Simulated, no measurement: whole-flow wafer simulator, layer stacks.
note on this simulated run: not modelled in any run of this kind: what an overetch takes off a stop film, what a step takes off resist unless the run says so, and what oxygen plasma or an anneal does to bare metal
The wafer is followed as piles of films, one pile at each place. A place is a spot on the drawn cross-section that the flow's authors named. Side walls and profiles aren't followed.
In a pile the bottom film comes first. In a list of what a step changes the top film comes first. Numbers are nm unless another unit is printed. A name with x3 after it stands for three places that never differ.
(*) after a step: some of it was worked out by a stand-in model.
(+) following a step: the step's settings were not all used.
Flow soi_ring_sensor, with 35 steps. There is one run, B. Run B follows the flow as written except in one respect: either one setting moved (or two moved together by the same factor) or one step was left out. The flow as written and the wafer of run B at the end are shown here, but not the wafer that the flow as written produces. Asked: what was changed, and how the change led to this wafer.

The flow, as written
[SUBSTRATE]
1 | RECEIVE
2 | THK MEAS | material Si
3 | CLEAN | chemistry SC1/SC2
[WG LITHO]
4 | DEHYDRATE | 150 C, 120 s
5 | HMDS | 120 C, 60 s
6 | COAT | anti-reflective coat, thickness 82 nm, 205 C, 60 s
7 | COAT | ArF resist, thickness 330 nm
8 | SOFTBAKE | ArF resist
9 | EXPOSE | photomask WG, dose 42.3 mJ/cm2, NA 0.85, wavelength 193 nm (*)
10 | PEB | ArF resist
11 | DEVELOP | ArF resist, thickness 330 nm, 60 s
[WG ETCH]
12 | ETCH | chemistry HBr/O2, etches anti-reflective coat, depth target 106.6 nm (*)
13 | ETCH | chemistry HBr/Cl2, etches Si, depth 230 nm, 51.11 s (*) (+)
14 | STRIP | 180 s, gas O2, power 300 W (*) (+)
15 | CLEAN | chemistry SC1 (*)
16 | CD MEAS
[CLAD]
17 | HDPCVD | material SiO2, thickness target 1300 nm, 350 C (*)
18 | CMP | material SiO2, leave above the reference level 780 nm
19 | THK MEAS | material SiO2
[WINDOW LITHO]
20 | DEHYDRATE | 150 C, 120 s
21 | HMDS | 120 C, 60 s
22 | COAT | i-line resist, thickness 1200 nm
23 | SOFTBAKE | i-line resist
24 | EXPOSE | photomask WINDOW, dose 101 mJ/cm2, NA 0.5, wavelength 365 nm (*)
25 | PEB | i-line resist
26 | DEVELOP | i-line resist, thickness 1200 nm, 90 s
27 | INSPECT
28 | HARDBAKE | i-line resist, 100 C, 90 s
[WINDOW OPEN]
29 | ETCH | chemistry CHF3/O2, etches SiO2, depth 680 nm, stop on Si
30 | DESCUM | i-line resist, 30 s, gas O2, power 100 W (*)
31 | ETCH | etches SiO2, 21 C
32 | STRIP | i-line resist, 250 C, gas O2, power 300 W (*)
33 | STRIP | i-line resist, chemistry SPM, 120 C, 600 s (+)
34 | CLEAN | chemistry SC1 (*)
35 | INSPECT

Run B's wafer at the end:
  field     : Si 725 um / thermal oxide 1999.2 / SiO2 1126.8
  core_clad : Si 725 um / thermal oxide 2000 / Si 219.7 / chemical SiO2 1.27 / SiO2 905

Cause: step 18, CMP: leave above the reference level 905 nm was run, though the flow has leave above the reference level 780 nm.
The wafer lets one read it off: core_clad has SiO2 905, and step 18 as written asks for 780 nm.

How this came from the change, step by step:
  18 | CMP | material SiO2, leave above the reference level 780 nm
      gap, window, field, gap_clad: SiO2 loses 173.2 (in the flow as written it would be: SiO2 loses 298.2)
      core, core_clad: SiO2 loses 395 (in the flow as written it would be: SiO2 loses 520)
  31 | ETCH | etches SiO2, 21 C
      core: SiO2 loses 225 (all of it), chemical SiO2 loses 1.27 (all of it) (in the flow as written it would be: SiO2 loses 100 (all of it), chemical SiO2 loses 1.27 (all of it))
